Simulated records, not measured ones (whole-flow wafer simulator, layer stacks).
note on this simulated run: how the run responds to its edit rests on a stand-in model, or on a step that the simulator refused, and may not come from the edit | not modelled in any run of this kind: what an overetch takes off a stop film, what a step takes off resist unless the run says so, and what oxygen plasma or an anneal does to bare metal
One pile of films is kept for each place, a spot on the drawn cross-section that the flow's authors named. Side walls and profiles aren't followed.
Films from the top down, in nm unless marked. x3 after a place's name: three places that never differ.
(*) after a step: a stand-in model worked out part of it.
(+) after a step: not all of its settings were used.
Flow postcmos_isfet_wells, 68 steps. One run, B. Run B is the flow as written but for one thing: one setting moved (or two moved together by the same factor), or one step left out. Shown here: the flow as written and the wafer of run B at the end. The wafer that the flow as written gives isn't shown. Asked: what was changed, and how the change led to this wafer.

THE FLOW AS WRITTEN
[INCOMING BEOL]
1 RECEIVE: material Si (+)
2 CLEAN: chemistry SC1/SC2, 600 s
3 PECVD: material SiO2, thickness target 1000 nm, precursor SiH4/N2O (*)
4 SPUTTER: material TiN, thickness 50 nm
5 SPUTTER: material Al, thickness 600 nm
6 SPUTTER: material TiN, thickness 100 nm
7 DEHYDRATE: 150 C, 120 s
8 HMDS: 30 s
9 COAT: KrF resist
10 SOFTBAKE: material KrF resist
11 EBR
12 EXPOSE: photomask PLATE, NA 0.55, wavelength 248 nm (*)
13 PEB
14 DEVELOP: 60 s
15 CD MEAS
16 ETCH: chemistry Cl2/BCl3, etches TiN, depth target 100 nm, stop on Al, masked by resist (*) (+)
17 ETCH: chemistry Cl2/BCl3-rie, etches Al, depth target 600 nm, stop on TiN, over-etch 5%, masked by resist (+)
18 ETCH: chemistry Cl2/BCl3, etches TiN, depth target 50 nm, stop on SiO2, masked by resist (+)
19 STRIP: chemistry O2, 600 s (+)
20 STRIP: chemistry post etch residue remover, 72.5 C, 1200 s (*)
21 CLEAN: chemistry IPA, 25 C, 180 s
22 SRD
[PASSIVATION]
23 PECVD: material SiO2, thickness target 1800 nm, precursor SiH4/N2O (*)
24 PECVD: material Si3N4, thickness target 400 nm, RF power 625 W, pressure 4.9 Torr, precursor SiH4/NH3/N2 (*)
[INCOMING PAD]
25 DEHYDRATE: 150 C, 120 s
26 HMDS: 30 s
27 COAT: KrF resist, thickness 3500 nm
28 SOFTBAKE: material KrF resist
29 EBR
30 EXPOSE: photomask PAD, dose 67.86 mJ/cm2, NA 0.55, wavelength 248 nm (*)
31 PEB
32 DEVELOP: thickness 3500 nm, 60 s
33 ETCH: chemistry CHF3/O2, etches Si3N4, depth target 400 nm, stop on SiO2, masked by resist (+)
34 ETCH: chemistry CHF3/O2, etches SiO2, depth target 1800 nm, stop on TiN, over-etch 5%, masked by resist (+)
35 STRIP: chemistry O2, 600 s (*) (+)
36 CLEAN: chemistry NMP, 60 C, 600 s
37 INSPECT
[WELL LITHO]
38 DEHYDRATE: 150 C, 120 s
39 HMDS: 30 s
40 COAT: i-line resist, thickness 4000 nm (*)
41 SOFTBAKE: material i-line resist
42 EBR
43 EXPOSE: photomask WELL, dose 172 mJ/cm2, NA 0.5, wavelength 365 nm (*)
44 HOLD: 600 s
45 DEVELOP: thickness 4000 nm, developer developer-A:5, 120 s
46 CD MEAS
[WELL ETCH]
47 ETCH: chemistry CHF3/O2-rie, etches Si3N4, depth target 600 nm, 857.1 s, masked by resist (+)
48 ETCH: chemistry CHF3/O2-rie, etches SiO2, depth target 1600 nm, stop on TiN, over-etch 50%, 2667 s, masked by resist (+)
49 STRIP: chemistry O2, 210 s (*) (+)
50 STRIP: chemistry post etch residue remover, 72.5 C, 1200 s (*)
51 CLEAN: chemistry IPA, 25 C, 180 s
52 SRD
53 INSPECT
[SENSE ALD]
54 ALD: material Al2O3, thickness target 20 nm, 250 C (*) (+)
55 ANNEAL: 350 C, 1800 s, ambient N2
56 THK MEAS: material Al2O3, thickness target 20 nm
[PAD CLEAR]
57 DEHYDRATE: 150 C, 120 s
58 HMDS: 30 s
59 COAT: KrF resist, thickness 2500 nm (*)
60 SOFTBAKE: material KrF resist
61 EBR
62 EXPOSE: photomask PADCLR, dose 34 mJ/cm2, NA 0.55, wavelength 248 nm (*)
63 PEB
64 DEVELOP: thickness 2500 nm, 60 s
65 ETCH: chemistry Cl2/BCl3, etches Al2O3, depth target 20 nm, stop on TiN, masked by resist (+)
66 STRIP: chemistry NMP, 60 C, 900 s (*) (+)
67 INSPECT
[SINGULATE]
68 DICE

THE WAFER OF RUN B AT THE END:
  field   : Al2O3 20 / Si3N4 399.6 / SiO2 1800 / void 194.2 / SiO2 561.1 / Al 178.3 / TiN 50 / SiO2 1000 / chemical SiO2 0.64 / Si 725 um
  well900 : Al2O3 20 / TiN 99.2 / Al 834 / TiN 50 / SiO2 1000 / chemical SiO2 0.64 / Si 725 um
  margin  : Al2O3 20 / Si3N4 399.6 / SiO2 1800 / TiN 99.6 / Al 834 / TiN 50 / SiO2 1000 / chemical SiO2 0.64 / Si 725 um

The cause: step 5, SPUTTER: thickness 834 nm was run, where the flow has thickness 600 nm.
It can be read off the wafer: well900 has Al 834, and step 5 as written asks for 600 nm.

How the change led to this, step by step:
  5 SPUTTER: material Al, thickness 600 nm
      field, margin, well900, well1300 x3, pad_rim, pad_clr, pad_open: Al +834 (new film) (as written it would be: Al +600 (new film))
  17 ETCH: chemistry Cl2/BCl3-rie, etches Al, depth target 600 nm, stop on TiN, over-etch 5%, masked by resist (+)
      field: Al -600 (as written it would be: Al -600 (all of it))
  18 ETCH: chemistry Cl2/BCl3, etches TiN, depth target 50 nm, stop on SiO2, masked by resist (+)
      field: Al -50 (as written it would be: TiN -50 (all of it))
  20 STRIP: chemistry post etch residue remover, 72.5 C, 1200 s (*)
      field: Al -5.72 (as written it would be: nothing)
  23 PECVD: material SiO2, thickness target 1800 nm, precursor SiH4/N2O (*)
      field: SiO2 +1800 (new film), void +194.2 (new film), SiO2 +561.1 (new film) (as written it would be: SiO2 +1800 (new film), void +189.9 (new film), SiO2 +559.7)
Counting metal films that touch as one body, field has 1 body; the flow as written gives 0 bodies.
